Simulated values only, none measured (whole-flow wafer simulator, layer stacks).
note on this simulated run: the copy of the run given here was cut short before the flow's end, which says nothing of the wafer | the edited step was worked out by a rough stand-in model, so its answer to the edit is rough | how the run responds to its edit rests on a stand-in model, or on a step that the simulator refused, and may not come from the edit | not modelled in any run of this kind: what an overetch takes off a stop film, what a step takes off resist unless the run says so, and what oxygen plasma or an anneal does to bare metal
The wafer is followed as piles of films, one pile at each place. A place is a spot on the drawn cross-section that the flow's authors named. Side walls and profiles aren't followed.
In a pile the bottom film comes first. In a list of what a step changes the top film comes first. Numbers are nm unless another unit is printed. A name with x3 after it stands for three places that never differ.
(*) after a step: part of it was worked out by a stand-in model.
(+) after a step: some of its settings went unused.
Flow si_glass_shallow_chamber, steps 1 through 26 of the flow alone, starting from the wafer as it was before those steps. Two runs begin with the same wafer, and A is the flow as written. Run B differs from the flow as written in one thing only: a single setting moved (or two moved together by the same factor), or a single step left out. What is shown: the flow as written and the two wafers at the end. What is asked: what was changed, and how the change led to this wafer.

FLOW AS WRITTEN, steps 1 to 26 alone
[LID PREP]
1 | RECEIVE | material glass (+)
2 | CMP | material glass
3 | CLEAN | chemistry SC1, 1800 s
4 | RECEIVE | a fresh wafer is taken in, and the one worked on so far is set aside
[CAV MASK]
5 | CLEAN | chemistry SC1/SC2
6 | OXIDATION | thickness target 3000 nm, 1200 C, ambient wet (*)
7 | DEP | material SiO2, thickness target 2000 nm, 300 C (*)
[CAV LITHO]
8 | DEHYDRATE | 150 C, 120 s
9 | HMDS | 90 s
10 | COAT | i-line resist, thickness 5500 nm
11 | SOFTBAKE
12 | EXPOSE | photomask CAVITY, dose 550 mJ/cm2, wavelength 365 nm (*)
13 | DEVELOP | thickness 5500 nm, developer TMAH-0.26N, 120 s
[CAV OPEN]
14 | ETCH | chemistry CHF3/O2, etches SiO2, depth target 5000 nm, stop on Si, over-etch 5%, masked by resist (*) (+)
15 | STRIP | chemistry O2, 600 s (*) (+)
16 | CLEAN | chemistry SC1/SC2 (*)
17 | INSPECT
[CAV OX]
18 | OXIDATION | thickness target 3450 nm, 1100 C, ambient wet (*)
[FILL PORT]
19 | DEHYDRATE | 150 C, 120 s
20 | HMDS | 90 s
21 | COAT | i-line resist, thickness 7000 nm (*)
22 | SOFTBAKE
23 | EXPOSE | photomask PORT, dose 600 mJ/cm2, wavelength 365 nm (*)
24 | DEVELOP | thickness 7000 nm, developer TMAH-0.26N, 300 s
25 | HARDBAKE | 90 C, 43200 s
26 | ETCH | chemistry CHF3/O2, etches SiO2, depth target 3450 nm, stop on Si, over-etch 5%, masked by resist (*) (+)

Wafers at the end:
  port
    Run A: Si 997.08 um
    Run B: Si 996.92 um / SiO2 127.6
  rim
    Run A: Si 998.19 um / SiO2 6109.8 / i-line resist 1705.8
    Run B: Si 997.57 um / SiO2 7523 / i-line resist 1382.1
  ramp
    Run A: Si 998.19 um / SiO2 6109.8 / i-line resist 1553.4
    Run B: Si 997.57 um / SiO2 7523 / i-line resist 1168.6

Cause: step 6, OXIDATION: thickness target 4650 nm was run, whereas the flow has thickness target 3000 nm.

The path from the change to this, step by step:
  6 | OXIDATION | thickness target 3000 nm, 1200 C, ambient wet (*)
      rim, ramp, cav, port, septum, ring: A +3000 SiO2 (new film), -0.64 chemical SiO2 (all of it), -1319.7 Si | B +4650 SiO2 (new film), -0.64 chemical SiO2 (all of it), -2045.7 Si
  14 | ETCH | chemistry CHF3/O2, etches SiO2, depth target 5000 nm, stop on Si, over-etch 5%, masked by resist (*) (+)
      cav, port: A -5000 SiO2 (all of it), -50 Si | B -5250 SiO2
  15 | STRIP | chemistry O2, 600 s (*) (+)
      cav, port: A +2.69 chemical SiO2 (new film), -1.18 Si | B nothing
  18 | OXIDATION | thickness target 3450 nm, 1100 C, ambient wet (*)
      cav, port: A +3450 SiO2 (new film), -2.69 chemical SiO2 (all of it), -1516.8 Si | B +2350.1 SiO2, -1034 Si
      rim, ramp, septum, ring: A +1109.8 SiO2, -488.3 Si | B +873 SiO2, -384.1 Si
  21 | COAT | i-line resist, thickness 7000 nm (*)
      rim: A +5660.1 i-line resist (new film) | B +5426.8 i-line resist (new film)
      ramp: A +5087.8 i-line resist (new film) | B +4767.3 i-line resist (new film)
  22 | SOFTBAKE
      rim: A -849 i-line resist | B -950.6 i-line resist
      ramp: A -434.5 i-line resist | B -511.5 i-line resist
      (also at 3 further places)
  25 | HARDBAKE | 90 C, 43200 s
      rim: A -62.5 i-line resist | B -51.3 i-line resist
      ramp: A -57.1 i-line resist | B -44.4 i-line resist
      (also at 1 further place)
  26 | ETCH | chemistry CHF3/O2, etches SiO2, depth target 3450 nm, stop on Si, over-etch 5%, masked by resist (*) (+)
      port: A -3450 SiO2 (all of it), -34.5 Si | B -3622.5 SiO2
